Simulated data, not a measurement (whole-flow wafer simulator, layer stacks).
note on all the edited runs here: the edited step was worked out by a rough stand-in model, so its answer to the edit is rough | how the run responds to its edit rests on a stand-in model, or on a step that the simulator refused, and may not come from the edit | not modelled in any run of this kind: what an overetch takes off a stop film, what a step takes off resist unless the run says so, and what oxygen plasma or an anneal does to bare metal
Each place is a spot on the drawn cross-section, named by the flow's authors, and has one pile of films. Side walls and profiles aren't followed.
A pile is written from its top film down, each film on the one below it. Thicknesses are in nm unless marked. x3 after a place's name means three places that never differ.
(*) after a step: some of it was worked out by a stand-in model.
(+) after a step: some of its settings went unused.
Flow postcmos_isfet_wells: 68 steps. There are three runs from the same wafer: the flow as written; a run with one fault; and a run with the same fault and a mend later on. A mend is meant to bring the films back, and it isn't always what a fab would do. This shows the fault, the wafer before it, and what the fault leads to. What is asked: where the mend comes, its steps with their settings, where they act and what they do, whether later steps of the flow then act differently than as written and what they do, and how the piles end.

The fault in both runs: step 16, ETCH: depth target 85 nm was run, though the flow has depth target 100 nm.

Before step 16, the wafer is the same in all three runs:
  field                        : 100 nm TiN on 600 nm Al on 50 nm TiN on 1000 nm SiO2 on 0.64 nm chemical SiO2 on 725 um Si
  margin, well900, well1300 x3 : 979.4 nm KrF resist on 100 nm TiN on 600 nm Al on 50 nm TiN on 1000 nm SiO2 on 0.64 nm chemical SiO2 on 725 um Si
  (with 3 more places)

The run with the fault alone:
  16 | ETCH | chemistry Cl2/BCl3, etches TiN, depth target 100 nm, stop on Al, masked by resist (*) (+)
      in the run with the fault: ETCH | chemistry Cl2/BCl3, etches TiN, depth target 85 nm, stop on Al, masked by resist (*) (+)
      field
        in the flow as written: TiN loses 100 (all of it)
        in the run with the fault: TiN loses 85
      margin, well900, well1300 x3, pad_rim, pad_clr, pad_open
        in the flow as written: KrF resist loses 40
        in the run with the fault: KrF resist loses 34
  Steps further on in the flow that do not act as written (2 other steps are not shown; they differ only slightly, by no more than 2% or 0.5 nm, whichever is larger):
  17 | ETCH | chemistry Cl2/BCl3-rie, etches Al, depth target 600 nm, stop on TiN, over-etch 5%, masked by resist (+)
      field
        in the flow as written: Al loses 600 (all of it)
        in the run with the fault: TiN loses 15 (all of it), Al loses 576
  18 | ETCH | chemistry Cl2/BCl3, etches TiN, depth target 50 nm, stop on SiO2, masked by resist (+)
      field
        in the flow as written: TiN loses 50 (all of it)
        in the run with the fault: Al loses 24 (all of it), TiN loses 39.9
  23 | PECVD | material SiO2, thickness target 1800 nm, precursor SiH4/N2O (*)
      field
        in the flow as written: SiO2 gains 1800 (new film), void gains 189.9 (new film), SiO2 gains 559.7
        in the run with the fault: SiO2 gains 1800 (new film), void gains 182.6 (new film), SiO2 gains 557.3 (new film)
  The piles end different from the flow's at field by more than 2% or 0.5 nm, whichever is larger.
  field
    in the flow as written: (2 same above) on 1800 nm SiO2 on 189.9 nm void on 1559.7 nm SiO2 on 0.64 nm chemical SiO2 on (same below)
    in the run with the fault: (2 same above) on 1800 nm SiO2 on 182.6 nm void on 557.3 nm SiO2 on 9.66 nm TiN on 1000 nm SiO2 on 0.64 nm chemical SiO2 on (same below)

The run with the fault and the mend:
  After step 16 comes the mend.
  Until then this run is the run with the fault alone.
  16a | ETCH | chemistry Cl2/BCl3, etches TiN, depth target 15 nm, stop on Al, masked by resist (a further turn of the flow's step 16, with different settings)
      margin, well900, well1300 x3, pad_rim, pad_clr, pad_open
        KrF resist loses 6
      field
        TiN loses 15 (all of it)
  Every later step of the flow that is run acts as written at every place that is followed.
  By the end, the piles equal the flow's at every place that both follow.
